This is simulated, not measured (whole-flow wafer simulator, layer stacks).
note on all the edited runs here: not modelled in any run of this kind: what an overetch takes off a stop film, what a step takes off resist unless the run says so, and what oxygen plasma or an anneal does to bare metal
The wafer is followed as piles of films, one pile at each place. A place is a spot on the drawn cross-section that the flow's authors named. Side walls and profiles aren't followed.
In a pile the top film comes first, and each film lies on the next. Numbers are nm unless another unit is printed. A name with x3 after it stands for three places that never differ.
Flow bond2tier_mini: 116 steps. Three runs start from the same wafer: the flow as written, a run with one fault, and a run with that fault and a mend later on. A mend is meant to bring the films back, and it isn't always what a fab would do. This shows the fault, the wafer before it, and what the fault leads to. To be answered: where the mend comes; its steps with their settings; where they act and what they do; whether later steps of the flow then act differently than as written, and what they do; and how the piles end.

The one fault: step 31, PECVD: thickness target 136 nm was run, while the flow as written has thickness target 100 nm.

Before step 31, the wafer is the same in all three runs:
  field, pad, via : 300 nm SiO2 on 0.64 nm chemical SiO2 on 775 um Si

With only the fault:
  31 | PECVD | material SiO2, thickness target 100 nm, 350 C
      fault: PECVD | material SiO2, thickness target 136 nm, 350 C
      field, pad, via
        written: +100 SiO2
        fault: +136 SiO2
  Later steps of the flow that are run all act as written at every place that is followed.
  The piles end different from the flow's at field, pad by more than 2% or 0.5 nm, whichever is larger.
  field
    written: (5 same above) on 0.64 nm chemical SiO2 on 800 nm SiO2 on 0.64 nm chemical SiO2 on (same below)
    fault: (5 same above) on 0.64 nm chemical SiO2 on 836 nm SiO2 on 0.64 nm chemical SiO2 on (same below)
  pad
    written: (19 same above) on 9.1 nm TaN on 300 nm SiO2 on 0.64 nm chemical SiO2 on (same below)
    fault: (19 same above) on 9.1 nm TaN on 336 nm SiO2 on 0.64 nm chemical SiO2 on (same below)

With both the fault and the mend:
  The mend stands after step 31.
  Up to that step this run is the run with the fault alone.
  31a | ETCH | chemistry CHF3/CF4-rie, etches SiO2, depth target 36 nm (a further turn of the flow's step 9, with different settings)
      field, pad, via
        -36 SiO2
  Later steps of the flow that are run all act as written at every place that is followed.
  The piles end the same as the flow's at every place that both follow.
